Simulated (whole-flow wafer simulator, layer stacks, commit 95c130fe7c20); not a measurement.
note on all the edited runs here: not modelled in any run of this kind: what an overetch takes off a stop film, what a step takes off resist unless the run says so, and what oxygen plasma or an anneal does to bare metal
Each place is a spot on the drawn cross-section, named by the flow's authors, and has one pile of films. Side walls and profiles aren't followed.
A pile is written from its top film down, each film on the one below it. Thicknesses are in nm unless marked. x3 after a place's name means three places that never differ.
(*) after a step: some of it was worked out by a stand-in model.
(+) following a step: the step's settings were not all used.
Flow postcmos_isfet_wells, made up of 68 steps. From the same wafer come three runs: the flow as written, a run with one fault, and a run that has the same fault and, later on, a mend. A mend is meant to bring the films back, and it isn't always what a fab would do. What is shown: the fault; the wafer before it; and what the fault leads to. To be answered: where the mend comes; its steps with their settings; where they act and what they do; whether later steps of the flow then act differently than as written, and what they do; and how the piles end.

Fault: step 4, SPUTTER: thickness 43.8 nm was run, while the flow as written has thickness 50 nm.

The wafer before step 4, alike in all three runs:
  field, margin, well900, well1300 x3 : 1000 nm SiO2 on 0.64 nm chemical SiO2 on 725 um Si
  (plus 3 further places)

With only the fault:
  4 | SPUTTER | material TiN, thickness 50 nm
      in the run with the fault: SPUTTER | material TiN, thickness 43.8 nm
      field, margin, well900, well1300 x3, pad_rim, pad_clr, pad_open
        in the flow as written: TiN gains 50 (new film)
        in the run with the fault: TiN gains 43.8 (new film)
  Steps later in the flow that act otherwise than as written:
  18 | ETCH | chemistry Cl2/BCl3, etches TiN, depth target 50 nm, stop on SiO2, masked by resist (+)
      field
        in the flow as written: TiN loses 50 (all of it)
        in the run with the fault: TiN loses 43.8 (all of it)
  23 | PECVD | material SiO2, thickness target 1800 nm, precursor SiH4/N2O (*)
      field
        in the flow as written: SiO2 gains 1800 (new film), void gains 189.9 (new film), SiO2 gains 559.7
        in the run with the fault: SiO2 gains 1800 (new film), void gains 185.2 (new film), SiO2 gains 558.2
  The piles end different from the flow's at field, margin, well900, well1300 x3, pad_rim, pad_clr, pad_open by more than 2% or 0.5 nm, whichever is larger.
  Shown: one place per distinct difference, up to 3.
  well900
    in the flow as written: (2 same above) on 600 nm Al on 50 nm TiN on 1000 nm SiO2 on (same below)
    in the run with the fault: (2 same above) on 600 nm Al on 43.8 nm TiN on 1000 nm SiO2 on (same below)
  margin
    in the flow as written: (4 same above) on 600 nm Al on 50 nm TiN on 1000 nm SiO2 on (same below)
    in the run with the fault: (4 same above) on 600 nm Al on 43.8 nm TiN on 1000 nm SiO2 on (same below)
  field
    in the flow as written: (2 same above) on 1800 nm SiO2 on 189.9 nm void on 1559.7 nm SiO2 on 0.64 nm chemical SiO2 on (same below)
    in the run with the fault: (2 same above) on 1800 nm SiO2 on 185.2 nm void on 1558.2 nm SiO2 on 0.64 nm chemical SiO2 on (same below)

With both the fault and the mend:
  The mend follows step 4.
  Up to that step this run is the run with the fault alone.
  4a | SPUTTER | material TiN, thickness 6.2 nm (the flow's step 4, run once more with other settings)
      field, margin, well900, well1300 x3, pad_rim, pad_clr, pad_open
        TiN gains 6.2
  Later steps of the flow that are run all act as written at every place that is followed.
  The piles end the same as the flow's at every place that both follow.
